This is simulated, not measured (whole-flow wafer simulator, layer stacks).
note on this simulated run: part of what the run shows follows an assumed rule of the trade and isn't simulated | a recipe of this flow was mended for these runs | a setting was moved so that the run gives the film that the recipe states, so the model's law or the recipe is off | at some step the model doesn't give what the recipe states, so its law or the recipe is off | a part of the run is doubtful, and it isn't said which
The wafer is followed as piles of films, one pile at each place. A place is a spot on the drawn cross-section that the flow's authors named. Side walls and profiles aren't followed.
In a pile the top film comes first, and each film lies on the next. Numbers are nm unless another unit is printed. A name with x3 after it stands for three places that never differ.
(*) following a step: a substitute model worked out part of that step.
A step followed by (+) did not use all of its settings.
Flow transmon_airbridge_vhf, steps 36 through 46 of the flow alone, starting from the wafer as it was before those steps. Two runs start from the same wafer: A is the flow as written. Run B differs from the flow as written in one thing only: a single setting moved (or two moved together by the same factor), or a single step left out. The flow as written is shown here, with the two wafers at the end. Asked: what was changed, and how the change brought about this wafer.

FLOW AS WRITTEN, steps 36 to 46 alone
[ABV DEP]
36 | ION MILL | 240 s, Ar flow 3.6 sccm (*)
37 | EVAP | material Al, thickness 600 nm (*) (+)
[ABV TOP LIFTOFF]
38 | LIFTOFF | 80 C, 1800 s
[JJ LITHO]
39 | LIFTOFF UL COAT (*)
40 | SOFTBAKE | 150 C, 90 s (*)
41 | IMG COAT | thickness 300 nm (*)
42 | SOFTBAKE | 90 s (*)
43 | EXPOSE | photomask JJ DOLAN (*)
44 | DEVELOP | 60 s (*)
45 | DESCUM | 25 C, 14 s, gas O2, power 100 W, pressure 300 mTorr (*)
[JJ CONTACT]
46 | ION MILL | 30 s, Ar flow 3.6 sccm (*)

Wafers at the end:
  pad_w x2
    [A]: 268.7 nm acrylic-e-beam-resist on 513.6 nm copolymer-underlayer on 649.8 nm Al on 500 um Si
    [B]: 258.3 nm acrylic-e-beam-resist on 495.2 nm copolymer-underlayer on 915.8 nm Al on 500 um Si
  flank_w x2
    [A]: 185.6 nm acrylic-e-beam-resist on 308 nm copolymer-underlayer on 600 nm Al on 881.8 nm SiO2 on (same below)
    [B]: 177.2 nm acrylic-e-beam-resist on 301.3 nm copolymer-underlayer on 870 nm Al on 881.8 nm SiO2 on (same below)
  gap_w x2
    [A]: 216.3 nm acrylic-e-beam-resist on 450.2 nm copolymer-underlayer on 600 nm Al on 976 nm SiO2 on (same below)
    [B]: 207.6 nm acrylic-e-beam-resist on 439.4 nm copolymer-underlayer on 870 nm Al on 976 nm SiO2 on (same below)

The reason: step 37, EVAP: thickness 870 nm was run, though the flow has thickness 600 nm.
The wafer lets one read it off: flank_w x2 has Al 870, and step 37 as written asks for 600 nm.

Step by step, how the change led to this:
  37 | EVAP | material Al, thickness 600 nm (*) (+)
      field x3, jj_line, ground_far and 10 more: A +600 Al (new film) | B +870 Al (new film)
      pad_w x2: A +591.1 Al | B +857.1 Al
  38 | LIFTOFF | 80 C, 1800 s
      field x3, jj_line, trace_open_s x2: A -600 Al (all of it), -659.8 i-line-resist (all of it), -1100 lift-off-underlayer (all of it), -240 acrylic-e-beam-resist (all of it) | B -870 Al (all of it), -659.8 i-line-resist (all of it), -1100 lift-off-underlayer (all of it), -240 acrylic-e-beam-resist (all of it)
      margin_s, margin_n: A -600 Al (all of it), -378.2 i-line-resist (all of it), -823.4 lift-off-underlayer (all of it), -168.6 acrylic-e-beam-resist (all of it) | B -870 Al (all of it), -378.2 i-line-resist (all of it), -823.4 lift-off-underlayer (all of it), -168.6 acrylic-e-beam-resist (all of it)
      (also at 1 further place)
  39 | LIFTOFF UL COAT (*)
      pad_w x2: A +513.6 copolymer-underlayer (new film) | B +495.2 copolymer-underlayer (new film)
      flank_w x2: A +308 copolymer-underlayer (new film) | B +301.3 copolymer-underlayer (new film)
      (also at 6 further places)
  41 | IMG COAT | thickness 300 nm (*)
      pad_w x2: A +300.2 acrylic-e-beam-resist (new film) | B +289.8 acrylic-e-beam-resist (new film)
      flank_w x2: A +217.1 acrylic-e-beam-resist (new film) | B +208.7 acrylic-e-beam-resist (new film)
      (also at 6 further places)
